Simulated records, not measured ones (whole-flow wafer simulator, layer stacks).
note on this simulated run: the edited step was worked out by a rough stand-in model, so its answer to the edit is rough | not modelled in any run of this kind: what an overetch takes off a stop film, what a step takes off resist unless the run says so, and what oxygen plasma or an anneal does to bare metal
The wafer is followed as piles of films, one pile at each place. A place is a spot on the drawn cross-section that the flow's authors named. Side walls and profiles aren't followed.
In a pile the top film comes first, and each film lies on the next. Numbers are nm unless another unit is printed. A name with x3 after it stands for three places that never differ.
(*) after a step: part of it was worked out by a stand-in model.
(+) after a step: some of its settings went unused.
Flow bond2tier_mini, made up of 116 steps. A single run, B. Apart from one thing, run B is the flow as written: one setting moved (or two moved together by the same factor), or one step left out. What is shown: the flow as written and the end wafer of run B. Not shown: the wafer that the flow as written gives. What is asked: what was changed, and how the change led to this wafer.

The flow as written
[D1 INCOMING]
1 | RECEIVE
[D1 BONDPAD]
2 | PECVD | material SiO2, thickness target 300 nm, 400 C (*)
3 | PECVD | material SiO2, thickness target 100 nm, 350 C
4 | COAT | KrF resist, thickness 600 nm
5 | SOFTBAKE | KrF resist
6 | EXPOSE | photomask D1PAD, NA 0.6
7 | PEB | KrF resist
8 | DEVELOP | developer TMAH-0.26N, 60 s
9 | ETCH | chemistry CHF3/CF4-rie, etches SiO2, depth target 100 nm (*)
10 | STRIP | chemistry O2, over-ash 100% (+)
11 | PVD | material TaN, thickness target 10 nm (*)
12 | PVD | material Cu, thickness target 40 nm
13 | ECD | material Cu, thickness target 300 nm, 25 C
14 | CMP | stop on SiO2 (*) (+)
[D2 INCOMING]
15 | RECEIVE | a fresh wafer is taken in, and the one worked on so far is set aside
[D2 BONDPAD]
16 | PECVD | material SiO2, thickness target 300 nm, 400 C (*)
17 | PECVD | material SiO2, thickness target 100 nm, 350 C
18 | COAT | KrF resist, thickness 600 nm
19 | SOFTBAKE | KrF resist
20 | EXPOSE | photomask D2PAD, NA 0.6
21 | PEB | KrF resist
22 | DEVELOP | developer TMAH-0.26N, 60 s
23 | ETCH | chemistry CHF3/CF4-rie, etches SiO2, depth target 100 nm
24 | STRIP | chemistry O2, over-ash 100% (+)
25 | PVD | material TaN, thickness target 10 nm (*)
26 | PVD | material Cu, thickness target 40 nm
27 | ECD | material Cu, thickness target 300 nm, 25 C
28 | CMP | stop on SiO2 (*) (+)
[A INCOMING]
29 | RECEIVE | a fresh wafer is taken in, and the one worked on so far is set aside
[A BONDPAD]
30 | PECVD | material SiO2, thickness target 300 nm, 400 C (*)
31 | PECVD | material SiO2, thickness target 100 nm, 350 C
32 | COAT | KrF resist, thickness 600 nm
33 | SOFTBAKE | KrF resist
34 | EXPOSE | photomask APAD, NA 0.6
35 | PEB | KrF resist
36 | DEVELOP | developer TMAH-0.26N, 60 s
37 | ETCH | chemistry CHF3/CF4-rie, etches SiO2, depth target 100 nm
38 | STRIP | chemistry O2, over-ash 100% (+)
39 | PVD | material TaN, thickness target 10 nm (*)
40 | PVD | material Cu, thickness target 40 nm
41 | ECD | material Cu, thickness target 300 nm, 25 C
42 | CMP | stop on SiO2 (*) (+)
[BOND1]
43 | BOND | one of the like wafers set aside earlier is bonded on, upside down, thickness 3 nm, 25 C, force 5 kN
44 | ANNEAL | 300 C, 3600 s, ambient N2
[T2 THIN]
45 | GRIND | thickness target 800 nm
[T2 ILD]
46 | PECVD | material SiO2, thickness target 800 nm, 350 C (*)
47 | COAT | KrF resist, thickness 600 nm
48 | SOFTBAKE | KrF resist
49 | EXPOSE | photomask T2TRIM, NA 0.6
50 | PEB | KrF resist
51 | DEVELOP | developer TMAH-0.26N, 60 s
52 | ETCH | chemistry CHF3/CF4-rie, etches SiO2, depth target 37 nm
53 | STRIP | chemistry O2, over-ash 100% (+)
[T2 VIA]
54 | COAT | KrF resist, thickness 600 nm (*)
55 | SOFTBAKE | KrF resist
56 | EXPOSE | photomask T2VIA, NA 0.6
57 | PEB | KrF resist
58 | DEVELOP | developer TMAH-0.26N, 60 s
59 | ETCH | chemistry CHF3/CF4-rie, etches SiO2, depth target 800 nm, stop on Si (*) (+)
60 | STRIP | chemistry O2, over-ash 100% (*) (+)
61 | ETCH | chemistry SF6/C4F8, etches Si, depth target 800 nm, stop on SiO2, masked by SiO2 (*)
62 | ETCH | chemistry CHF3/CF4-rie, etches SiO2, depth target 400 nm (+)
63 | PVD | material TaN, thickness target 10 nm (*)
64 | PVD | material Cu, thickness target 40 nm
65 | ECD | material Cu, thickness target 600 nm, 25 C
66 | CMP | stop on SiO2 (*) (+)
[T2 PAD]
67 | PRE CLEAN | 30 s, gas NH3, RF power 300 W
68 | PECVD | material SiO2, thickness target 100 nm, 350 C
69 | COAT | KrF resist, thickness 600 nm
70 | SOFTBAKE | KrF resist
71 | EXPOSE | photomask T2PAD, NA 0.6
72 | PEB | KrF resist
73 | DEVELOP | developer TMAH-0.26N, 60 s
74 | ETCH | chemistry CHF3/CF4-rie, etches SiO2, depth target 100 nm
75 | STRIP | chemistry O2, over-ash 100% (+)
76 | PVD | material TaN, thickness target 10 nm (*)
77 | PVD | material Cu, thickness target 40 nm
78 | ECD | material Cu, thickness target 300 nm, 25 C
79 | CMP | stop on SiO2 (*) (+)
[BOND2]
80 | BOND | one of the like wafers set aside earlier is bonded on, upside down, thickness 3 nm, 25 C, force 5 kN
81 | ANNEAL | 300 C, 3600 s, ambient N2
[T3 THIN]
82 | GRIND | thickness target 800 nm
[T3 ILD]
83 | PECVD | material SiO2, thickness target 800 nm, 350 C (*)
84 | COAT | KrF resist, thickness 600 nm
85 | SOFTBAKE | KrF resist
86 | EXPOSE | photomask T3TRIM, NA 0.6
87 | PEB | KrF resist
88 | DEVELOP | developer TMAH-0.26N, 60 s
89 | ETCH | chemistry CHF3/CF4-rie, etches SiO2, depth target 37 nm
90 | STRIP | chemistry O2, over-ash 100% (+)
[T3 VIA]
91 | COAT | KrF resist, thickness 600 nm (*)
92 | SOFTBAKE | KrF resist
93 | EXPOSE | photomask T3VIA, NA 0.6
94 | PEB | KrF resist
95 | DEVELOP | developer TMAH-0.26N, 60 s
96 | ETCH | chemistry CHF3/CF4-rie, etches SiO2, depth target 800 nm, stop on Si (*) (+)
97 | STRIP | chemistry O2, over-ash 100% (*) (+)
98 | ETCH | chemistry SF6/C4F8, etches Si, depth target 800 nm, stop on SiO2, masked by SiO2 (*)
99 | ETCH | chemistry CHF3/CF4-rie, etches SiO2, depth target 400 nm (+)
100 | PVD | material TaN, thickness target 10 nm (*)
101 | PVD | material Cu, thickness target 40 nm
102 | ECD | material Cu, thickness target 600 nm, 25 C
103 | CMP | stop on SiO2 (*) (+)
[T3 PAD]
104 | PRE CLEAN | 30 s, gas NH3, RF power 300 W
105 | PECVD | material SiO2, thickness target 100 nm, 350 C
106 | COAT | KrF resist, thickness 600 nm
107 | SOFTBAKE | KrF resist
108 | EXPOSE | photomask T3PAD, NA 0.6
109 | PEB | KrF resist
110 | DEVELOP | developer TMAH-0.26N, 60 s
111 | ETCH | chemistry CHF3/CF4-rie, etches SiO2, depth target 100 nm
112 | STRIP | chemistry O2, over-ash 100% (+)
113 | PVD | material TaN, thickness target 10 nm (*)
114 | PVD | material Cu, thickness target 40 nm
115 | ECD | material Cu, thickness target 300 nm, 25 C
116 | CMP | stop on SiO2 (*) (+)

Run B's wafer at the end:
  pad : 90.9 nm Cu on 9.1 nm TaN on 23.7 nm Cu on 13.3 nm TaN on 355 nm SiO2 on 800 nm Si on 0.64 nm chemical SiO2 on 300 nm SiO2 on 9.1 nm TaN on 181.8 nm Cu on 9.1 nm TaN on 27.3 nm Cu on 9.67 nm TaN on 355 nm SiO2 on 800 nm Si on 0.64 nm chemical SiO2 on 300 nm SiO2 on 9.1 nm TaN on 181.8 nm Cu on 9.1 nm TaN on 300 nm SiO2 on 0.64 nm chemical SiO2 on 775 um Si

What caused this: step 100, PVD: thickness target 13.8 nm was run, while the flow as written has thickness target 10 nm.

The path from the change to this, step by step:
  100 | PVD | material TaN, thickness target 10 nm (*)
      field: +13.8 TaN (new film) (in the flow as written it would be: +10 TaN (new film))
      pad: +13.3 TaN (new film) (in the flow as written it would be: +9.67 TaN (new film))
  103 | CMP | stop on SiO2 (*) (+)
      field: -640 Cu (all of it), -13.8 TaN (all of it) (in the flow as written it would be: -640 Cu (all of it), -10 TaN (all of it))
